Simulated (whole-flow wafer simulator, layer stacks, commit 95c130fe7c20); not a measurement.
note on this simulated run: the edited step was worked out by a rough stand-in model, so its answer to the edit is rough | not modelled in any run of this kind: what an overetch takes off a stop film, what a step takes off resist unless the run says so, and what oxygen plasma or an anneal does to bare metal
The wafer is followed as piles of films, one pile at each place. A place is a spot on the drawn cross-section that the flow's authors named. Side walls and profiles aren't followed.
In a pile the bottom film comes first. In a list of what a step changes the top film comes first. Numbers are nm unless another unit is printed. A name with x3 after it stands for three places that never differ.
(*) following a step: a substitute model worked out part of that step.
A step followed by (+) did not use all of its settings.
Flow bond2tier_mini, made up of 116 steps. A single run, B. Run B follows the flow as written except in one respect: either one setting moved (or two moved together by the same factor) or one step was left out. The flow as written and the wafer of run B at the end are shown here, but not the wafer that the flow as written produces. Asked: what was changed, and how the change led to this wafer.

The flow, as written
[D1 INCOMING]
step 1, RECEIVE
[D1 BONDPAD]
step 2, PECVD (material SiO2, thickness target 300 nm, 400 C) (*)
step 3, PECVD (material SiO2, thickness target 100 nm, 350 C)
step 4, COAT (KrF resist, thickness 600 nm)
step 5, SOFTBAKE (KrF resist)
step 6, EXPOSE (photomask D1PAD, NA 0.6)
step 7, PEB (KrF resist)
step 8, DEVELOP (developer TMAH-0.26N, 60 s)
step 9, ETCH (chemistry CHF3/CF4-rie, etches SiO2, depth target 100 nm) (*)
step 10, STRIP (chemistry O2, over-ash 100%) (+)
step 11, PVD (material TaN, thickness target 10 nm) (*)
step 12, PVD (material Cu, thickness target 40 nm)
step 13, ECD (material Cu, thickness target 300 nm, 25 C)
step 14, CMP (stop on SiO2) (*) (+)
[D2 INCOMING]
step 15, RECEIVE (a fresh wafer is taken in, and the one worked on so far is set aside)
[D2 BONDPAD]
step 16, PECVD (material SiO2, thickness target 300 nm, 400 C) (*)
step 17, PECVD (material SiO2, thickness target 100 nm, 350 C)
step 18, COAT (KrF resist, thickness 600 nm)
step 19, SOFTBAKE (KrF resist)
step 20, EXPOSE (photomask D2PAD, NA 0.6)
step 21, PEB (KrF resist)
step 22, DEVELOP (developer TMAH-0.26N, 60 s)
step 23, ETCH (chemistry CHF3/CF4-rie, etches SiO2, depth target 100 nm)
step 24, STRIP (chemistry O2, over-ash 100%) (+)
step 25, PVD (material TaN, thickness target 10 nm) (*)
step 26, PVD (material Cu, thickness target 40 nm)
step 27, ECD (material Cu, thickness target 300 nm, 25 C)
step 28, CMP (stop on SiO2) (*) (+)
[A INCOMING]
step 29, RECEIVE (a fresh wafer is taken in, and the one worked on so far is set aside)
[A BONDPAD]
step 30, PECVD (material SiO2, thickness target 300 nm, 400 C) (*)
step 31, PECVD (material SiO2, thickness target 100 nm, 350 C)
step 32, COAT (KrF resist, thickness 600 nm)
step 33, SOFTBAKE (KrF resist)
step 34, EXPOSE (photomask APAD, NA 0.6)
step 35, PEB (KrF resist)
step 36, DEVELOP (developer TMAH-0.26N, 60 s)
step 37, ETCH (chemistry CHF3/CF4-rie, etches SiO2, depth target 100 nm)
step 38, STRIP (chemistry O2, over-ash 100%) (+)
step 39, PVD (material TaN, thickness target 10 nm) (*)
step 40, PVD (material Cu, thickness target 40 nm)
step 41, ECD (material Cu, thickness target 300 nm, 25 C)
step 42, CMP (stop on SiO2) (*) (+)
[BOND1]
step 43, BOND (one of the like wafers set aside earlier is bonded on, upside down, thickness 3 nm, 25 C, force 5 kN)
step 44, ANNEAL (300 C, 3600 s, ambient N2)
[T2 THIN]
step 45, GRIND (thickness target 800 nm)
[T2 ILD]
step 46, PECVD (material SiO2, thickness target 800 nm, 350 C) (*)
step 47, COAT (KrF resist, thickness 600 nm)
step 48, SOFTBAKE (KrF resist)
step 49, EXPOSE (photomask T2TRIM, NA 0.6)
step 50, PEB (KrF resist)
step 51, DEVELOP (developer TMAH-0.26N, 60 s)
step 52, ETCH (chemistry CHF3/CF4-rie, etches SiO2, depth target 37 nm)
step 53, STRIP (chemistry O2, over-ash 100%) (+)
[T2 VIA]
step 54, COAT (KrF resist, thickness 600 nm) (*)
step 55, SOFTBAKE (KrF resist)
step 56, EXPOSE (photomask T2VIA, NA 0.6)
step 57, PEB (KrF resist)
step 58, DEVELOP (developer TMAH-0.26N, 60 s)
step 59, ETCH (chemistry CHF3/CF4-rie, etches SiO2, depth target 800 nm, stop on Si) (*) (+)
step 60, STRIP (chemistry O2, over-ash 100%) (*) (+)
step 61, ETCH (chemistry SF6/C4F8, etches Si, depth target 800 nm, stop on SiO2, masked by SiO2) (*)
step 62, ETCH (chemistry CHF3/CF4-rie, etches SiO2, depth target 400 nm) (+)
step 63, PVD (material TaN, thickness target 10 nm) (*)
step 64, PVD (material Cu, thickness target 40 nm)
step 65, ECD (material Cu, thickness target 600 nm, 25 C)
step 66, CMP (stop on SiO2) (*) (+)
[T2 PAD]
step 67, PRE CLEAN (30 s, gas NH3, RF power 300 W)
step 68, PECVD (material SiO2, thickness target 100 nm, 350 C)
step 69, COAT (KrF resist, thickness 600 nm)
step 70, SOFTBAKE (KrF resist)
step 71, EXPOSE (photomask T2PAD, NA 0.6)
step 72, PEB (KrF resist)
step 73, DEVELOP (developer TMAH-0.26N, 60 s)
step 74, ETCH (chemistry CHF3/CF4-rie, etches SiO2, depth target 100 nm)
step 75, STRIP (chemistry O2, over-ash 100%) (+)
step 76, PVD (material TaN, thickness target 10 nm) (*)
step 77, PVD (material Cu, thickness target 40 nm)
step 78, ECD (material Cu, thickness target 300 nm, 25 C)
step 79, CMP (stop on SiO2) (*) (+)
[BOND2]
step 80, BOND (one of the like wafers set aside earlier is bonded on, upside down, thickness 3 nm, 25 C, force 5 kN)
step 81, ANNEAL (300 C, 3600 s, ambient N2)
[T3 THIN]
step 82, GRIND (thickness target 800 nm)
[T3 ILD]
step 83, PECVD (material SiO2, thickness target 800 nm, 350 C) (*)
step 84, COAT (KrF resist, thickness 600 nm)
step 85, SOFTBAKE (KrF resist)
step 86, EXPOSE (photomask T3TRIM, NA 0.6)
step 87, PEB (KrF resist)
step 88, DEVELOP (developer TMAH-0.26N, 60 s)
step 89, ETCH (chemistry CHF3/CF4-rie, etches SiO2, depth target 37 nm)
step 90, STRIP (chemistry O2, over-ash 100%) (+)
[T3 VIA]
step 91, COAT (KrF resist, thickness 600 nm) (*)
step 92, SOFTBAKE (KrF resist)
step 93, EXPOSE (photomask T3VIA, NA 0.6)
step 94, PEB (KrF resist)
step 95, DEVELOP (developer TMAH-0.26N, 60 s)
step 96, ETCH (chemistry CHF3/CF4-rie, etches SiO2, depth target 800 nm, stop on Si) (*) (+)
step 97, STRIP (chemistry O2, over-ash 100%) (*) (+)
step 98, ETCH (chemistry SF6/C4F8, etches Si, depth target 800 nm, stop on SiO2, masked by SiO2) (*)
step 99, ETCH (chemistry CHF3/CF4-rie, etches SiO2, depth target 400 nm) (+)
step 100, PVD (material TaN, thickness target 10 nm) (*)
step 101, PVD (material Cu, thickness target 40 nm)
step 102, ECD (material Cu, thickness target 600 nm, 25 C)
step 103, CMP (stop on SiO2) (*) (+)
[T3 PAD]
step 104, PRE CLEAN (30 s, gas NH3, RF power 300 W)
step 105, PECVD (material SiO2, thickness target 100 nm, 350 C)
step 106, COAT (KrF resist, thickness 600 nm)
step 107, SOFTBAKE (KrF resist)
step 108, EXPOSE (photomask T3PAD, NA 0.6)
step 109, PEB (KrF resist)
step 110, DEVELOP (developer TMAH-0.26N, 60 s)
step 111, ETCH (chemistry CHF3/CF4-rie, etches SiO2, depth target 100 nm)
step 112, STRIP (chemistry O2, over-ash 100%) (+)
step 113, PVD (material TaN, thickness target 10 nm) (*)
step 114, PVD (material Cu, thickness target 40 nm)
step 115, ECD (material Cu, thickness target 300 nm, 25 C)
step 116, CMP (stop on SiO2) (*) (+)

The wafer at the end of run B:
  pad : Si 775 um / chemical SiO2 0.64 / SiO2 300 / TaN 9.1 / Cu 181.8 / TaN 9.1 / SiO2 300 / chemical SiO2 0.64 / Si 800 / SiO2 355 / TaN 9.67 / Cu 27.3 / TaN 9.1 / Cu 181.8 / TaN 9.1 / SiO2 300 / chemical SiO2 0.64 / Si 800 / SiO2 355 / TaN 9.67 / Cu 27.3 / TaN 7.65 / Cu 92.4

What caused this: step 113, PVD: thickness target 8.4 nm was run, while the flow as written has thickness target 10 nm.

Step by step, how the change led to this:
  step 113, PVD (material TaN, thickness target 10 nm) (*)
      field: TaN gains 8.4 (new film) (it would be, as written: TaN gains 10 (new film))
      pad: TaN gains 7.65 (new film) (it would be, as written: TaN gains 9.1 (new film))
  step 116, CMP (stop on SiO2) (*) (+)
      field: Cu loses 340 (all of it), TaN loses 8.4 (all of it) (it would be, as written: Cu loses 340 (all of it), TaN loses 10 (all of it))
